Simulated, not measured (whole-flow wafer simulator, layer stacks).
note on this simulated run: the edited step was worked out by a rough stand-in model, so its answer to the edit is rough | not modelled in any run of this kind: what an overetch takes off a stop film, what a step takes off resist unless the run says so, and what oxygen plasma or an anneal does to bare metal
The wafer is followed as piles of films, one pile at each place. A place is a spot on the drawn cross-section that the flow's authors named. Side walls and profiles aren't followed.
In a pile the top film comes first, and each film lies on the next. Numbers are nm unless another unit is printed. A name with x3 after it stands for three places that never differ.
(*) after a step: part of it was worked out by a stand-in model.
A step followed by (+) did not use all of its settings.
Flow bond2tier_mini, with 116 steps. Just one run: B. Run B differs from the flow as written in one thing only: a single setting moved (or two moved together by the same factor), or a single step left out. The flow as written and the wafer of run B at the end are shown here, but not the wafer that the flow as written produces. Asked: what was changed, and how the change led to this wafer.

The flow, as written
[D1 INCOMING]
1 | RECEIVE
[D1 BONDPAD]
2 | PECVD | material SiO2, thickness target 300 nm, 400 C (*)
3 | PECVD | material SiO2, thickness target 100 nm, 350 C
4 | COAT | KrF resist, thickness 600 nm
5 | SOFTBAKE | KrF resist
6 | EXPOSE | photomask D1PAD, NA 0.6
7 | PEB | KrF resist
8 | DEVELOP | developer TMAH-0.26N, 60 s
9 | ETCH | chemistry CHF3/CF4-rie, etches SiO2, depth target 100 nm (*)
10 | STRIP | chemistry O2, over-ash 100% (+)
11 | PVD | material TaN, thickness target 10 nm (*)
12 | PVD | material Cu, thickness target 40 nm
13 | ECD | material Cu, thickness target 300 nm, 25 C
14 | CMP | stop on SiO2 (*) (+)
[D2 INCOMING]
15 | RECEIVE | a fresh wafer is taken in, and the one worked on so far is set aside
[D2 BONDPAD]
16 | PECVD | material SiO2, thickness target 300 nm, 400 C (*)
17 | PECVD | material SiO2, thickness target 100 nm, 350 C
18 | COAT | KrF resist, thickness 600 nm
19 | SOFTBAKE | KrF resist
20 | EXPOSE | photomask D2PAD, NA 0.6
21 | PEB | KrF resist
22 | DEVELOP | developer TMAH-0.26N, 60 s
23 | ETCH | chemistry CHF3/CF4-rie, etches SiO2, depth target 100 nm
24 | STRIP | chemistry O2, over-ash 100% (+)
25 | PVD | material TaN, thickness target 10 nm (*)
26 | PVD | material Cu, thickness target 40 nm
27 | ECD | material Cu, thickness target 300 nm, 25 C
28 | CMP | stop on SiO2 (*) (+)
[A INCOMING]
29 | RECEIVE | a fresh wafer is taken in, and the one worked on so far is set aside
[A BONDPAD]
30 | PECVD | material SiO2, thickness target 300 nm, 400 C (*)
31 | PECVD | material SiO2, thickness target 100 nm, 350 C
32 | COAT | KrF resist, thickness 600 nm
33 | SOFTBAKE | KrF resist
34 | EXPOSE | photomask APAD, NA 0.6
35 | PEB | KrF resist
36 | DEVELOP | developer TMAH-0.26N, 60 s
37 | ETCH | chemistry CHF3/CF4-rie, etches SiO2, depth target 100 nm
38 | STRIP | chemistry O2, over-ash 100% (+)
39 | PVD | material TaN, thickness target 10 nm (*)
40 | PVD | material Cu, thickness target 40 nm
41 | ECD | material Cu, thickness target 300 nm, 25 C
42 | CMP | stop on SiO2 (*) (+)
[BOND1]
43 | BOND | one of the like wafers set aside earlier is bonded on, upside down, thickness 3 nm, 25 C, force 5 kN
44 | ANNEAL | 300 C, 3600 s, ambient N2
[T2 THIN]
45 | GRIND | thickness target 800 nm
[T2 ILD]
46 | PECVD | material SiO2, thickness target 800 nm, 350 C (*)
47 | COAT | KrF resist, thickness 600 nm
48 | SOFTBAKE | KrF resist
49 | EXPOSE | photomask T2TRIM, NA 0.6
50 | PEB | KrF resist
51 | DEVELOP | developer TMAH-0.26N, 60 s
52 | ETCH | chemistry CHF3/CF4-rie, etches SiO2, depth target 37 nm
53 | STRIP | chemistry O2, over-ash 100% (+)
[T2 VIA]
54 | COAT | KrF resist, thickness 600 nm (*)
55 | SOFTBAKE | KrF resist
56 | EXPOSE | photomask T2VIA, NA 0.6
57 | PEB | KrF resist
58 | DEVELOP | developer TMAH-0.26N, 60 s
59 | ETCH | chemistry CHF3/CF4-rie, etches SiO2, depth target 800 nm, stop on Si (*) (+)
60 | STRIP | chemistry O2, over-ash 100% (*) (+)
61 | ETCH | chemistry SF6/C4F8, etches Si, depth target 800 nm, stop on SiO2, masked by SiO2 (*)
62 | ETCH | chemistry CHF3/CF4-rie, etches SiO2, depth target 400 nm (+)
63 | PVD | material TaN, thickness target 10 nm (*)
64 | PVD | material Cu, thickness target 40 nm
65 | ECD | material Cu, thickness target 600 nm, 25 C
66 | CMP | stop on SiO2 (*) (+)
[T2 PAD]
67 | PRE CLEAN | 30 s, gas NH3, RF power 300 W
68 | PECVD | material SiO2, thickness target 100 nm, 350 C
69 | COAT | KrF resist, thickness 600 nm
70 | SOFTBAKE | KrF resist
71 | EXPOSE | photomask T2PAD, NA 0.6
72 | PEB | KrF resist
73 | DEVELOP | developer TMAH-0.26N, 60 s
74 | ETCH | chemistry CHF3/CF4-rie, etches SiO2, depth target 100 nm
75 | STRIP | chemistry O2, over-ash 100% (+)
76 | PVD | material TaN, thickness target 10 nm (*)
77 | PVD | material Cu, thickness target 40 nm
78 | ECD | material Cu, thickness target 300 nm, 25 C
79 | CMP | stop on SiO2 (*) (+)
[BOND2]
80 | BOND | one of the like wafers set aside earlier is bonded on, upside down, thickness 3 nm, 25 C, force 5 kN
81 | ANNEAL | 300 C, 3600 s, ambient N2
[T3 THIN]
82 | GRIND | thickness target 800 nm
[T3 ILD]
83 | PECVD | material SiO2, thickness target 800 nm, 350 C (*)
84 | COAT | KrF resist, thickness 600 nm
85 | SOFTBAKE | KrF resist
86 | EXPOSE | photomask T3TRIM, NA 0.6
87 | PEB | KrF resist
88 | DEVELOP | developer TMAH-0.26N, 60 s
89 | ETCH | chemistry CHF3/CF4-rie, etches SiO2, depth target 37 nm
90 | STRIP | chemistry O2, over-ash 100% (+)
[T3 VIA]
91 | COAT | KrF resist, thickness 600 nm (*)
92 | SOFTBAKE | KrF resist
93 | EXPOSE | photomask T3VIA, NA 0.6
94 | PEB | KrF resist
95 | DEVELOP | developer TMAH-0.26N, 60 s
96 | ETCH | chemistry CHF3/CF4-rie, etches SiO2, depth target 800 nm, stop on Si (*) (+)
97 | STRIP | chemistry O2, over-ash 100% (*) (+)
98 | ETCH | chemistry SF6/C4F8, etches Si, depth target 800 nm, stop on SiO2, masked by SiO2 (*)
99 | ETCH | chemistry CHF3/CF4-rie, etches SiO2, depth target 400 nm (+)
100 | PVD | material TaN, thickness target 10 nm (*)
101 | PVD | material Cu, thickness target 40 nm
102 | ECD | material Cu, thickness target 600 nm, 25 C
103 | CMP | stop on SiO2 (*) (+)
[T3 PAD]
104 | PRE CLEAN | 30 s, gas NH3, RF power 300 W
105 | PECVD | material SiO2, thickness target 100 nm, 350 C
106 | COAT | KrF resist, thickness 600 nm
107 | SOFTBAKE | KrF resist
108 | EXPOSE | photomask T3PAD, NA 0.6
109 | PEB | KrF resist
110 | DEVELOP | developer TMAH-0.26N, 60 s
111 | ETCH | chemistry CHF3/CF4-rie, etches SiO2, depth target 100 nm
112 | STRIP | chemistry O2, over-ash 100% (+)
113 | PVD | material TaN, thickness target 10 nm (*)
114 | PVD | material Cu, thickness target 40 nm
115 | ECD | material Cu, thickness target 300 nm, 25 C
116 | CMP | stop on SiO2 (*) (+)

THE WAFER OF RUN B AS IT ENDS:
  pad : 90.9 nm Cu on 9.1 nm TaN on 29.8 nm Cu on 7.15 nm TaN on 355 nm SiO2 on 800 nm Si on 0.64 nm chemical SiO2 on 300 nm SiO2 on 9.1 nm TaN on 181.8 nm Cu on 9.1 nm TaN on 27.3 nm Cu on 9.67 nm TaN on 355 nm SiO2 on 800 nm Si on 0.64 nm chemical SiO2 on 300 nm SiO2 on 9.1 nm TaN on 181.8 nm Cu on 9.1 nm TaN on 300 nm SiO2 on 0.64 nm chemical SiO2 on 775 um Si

The reason: step 100, PVD: thickness target 7.4 nm was run, though the flow has thickness target 10 nm.

How this came from the change, step by step:
  100 | PVD | material TaN, thickness target 10 nm (*)
      field: TaN gains 7.4 (new film) (it would be, as written: TaN gains 10 (new film))
      pad: TaN gains 7.15 (new film) (it would be, as written: TaN gains 9.67 (new film))
  103 | CMP | stop on SiO2 (*) (+)
      field: Cu loses 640 (all of it), TaN loses 7.4 (all of it) (it would be, as written: Cu loses 640 (all of it), TaN loses 10 (all of it))
